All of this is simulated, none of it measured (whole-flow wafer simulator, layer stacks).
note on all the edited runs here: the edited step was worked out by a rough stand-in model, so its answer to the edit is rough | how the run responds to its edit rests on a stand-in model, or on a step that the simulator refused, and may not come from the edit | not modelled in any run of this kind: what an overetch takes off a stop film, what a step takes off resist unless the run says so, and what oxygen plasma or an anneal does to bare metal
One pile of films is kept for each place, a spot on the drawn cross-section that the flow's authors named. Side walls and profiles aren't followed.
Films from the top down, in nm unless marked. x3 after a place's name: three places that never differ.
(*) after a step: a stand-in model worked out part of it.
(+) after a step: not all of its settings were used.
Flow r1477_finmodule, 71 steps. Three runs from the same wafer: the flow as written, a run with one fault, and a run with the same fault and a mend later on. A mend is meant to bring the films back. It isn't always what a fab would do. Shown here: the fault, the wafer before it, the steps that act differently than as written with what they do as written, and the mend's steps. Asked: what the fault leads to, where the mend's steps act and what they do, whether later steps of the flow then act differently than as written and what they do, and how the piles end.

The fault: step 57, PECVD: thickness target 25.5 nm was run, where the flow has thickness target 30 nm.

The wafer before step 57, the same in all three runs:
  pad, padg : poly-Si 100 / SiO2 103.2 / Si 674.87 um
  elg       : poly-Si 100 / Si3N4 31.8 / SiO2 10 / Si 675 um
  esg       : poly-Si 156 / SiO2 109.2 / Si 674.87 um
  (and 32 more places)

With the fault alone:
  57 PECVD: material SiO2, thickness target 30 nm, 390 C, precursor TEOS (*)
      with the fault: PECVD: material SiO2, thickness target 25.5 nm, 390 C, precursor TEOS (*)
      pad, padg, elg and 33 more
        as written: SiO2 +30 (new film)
        with the fault: SiO2 +25.5 (new film)
  Later steps of the flow that act differently than as written (1 more step differs only slightly, by at most 2% or 0.5 nm, whichever is larger, and isn't shown):
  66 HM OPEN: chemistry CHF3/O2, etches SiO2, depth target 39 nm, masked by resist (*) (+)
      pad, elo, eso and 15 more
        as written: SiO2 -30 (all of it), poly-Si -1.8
        with the fault: SiO2 -25.5 (all of it), poly-Si -2.55
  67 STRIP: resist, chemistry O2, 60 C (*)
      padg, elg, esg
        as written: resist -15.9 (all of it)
        with the fault: resist -16.6 (all of it)
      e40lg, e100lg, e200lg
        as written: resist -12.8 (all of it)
        with the fault: resist -13.5 (all of it)
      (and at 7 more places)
  At the end the piles differ from the flow's by more than 2% or 0.5 nm, whichever is larger, at padg, elg, esg and 15 more.
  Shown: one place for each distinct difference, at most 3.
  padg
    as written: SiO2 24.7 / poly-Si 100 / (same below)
    with the fault: SiO2 20.2 / poly-Si 100 / (same below)
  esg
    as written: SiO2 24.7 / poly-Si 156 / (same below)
    with the fault: SiO2 20.2 / poly-Si 156 / (same below)
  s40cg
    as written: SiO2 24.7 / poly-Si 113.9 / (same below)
    with the fault: SiO2 20.2 / poly-Si 113.9 / (same below)

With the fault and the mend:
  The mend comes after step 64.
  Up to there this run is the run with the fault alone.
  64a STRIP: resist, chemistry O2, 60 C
      padg, elg, esg
        resist -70 (all of it)
      e40lg, e100lg, e200lg
        resist -66.9 (all of it)
      s40sg, s45sg
        resist -91 (all of it)
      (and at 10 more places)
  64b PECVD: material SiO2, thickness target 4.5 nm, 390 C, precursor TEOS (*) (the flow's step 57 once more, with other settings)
      pad, padg, elg and 33 more
        SiO2 +4.5
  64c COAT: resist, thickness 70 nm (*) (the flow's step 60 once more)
      e40lg, e100lg, e200lg, elo, e40lo, e100lo, e200lo
        resist +66.9 (new film)
      pad, padg, elg, esg
        resist +70 (new film)
      s40sg, s45sg, s40so, s45so
        resist +91 (new film)
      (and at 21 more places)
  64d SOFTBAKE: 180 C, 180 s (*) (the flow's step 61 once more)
      changes no film at any place that is followed
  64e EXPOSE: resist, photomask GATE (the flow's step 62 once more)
      changes no film at any place that is followed
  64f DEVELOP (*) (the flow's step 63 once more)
      elo, e40lo, e100lo, e200lo
        resist -66.9 (all of it)
      eso, e40so
        resist -129.5 (all of it)
      s40so, s45so
        resist -91 (all of it)
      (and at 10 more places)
  No later step of the flow acts differently than as written at any place that is followed.
  At the end the piles are the same as the flow's at every place that both follow.
